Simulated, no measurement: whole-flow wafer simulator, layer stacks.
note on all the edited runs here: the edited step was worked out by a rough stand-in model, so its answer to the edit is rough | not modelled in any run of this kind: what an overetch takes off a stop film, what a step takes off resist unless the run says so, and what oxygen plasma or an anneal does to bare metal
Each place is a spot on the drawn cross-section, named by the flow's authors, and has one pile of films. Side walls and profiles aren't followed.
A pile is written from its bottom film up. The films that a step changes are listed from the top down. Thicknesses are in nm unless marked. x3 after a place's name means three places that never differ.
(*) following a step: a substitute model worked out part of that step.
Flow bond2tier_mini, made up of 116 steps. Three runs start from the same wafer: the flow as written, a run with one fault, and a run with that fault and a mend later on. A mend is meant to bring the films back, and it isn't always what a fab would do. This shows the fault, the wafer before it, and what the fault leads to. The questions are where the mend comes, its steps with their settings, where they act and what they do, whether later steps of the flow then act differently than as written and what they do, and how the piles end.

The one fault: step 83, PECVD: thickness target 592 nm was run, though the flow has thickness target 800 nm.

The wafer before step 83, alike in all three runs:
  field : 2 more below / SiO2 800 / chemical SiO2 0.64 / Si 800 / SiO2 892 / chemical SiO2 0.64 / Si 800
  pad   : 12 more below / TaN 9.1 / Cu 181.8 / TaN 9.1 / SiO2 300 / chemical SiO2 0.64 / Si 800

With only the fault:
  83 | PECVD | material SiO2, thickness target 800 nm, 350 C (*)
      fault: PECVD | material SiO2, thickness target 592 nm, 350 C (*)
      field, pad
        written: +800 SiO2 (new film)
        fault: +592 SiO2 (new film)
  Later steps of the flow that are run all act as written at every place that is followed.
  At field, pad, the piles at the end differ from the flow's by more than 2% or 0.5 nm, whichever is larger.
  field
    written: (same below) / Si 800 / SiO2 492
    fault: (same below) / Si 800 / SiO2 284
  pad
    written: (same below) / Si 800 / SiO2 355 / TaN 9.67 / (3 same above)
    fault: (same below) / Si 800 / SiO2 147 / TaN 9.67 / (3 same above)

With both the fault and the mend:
  The mend stands after step 83.
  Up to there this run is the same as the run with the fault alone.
  83a | PECVD | material SiO2, thickness target 208 nm, 350 C (the flow's step 83, run once more with other settings)
      field, pad
        +208 SiO2
  Later steps of the flow that are run all act as written at every place that is followed.
  The piles end the same as the flow's at every place that both follow.
